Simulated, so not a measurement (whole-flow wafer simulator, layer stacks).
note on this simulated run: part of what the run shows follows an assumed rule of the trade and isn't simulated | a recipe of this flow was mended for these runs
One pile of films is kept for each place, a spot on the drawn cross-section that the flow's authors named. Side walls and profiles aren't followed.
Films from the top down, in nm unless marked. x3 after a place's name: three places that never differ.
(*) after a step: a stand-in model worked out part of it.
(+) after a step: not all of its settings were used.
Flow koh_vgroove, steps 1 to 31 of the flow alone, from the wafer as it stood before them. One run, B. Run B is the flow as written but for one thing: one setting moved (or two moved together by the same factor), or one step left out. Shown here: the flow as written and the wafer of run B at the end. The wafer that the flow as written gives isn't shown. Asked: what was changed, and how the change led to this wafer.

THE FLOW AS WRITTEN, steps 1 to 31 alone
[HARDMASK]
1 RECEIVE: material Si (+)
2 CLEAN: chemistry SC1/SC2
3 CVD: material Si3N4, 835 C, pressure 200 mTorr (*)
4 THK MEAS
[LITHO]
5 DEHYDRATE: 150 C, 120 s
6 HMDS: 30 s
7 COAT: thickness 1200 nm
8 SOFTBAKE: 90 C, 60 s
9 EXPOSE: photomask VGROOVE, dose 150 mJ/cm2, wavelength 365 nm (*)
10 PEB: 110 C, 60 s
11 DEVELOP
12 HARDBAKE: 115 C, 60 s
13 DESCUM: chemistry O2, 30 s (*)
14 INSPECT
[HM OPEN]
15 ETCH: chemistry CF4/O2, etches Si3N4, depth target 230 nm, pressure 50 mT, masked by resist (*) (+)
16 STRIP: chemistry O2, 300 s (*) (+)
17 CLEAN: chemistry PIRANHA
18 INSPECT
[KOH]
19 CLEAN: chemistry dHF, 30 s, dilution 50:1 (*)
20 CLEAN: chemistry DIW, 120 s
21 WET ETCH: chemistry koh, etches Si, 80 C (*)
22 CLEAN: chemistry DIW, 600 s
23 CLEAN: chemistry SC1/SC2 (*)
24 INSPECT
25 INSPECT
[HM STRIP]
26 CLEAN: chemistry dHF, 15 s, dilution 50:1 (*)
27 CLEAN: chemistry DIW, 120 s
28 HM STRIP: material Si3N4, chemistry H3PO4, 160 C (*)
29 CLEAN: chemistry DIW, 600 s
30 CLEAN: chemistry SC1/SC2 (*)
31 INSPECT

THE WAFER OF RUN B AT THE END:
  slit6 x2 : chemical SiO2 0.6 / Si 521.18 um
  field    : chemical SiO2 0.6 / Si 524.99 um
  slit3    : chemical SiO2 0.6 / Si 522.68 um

The cause: step 3, CVD: 808 C was run, where the flow has 835 C.

How the change led to this, step by step:
  3 CVD: material Si3N4, 835 C, pressure 200 mTorr (*)
      field, slit3, slit2, slit6 x2: Si3N4 +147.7 (new film) (as written it would be: Si3N4 +200 (new film))
  15 ETCH: chemistry CF4/O2, etches Si3N4, depth target 230 nm, pressure 50 mT, masked by resist (*) (+)
      slit3, slit2, slit6 x2: Si3N4 -147.7 (all of it), chemical SiO2 -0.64 (all of it), Si -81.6 (as written it would be: Si3N4 -200 (all of it), chemical SiO2 -0.64 (all of it), Si -29.4)
  28 HM STRIP: material Si3N4, chemistry H3PO4, 160 C (*)
      field: Si3N4 -146.5 (all of it), chemical SiO2 -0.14, Si -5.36 (as written it would be: Si3N4 -198.7 (all of it), chemical SiO2 -0.14, Si -2.75)
